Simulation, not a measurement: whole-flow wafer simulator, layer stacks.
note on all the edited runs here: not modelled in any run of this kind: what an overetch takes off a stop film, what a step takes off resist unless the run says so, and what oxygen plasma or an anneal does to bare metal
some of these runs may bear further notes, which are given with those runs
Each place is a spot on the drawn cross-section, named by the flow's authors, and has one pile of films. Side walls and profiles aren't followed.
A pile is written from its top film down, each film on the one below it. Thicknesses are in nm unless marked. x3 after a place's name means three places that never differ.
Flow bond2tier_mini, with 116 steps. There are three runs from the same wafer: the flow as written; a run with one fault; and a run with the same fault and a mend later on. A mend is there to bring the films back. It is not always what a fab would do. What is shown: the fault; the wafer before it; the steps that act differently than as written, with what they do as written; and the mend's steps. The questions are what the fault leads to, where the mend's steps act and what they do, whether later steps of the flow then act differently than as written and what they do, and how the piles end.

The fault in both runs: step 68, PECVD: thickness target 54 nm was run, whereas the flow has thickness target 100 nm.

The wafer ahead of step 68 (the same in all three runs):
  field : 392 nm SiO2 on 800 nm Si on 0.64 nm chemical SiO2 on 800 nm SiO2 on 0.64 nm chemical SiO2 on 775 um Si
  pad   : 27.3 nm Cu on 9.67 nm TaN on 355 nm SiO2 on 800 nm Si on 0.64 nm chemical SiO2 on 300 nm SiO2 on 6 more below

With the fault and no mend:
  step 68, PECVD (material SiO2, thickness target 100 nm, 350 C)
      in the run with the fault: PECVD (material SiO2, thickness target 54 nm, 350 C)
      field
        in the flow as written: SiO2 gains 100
        in the run with the fault: SiO2 gains 54
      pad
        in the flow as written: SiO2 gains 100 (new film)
        in the run with the fault: SiO2 gains 54 (new film)
  Steps later in the flow that act otherwise than as written (2 more steps, not shown, differ only slightly: by at most 2% or 0.5 nm, whichever is larger):
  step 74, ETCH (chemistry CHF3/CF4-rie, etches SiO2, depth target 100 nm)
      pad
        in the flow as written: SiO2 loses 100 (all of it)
        in the run with the fault: SiO2 loses 54 (all of it), Cu loses 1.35
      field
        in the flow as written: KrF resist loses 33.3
        in the run with the fault: KrF resist loses 27
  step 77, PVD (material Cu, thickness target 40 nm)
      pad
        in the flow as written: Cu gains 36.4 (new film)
        in the run with the fault: Cu gains 38 (new film)
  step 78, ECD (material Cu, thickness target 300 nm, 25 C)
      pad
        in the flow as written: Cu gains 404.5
        in the run with the fault: Cu gains 357.8
  The piles end different from the flow's at field, pad by more than 2% or 0.5 nm, whichever is larger.
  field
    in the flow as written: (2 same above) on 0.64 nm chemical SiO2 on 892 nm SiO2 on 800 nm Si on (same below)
    in the run with the fault: (2 same above) on 0.64 nm chemical SiO2 on 846 nm SiO2 on 800 nm Si on (same below)
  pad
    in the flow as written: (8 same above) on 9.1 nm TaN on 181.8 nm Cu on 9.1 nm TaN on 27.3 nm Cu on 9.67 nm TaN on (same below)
    in the run with the fault: (8 same above) on 9.1 nm TaN on 136.7 nm Cu on 9.54 nm TaN on 26 nm Cu on 9.67 nm TaN on (same below)

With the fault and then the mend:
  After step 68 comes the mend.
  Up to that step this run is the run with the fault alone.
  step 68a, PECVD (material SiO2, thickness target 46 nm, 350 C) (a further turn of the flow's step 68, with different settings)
      field, pad
        SiO2 gains 46
  None of the later steps of the flow acts differently than as written at any place that is followed.
  By the end, the piles equal the flow's at every place that both follow.
